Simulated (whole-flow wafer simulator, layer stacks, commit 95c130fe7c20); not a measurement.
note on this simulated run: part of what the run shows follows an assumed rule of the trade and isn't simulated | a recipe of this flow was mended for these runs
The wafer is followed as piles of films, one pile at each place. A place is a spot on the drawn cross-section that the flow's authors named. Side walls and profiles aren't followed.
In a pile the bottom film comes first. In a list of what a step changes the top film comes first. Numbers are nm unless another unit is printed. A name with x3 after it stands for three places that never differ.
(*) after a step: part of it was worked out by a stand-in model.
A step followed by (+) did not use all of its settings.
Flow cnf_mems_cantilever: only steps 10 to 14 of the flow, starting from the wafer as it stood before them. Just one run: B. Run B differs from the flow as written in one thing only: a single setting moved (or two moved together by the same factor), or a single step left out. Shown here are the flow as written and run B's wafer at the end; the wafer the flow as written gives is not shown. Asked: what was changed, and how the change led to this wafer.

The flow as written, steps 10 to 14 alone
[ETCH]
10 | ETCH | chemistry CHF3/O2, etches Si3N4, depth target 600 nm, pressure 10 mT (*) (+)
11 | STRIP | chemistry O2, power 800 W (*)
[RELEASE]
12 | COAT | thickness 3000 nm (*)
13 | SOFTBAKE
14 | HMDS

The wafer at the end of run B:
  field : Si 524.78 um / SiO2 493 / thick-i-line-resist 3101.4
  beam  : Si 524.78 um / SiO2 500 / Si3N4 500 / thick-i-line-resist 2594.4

What caused this: step 10, ETCH: depth target 514 nm was run, while the flow as written has depth target 600 nm.

How this came from the change, step by step:
  10 | ETCH | chemistry CHF3/O2, etches Si3N4, depth target 600 nm, pressure 10 mT (*) (+)
      field: -500 Si3N4 (all of it), -7 SiO2 (in the flow as written it would be: -500 Si3N4 (all of it), -50 SiO2)
      beam: -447 KrF-resist (in the flow as written it would be: -521.7 KrF-resist)
  11 | STRIP | chemistry O2, power 800 W (*)
      beam: -535.7 KrF-resist (all of it) (in the flow as written it would be: -460.9 KrF-resist (all of it))
  13 | SOFTBAKE
      field: +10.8 thick-i-line-resist (in the flow as written it would be: +11.9 thick-i-line-resist)
      beam: -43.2 thick-i-line-resist (in the flow as written it would be: -47.6 thick-i-line-resist)
